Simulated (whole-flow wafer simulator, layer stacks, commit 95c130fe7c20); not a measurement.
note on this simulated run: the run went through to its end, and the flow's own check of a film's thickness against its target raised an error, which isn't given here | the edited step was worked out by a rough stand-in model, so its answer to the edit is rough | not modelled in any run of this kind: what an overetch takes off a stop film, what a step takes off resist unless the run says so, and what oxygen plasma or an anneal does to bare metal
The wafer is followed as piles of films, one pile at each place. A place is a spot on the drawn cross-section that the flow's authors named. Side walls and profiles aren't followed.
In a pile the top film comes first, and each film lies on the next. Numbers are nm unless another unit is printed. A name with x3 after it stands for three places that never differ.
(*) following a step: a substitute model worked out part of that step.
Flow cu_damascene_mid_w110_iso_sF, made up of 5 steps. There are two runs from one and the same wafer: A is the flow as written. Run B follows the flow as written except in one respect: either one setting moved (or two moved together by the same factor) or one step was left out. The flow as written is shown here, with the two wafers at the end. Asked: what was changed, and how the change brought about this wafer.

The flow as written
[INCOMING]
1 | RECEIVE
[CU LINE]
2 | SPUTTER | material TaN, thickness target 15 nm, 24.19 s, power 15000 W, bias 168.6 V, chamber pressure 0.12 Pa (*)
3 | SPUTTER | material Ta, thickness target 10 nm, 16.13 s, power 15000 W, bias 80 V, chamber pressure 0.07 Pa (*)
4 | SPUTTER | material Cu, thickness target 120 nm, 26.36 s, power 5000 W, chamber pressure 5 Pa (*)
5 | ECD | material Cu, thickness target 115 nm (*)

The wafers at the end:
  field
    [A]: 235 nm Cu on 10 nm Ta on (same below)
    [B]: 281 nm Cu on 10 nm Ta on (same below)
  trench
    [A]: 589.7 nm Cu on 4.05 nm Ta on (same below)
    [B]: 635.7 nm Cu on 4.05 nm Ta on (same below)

What caused this: step 5, ECD: thickness target 161 nm was run, though the flow has thickness target 115 nm.

The path from the change to this, step by step:
  5 | ECD | material Cu, thickness target 115 nm (*)
      field: A +115 Cu | B +161 Cu
      trench: A +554 Cu | B +600 Cu
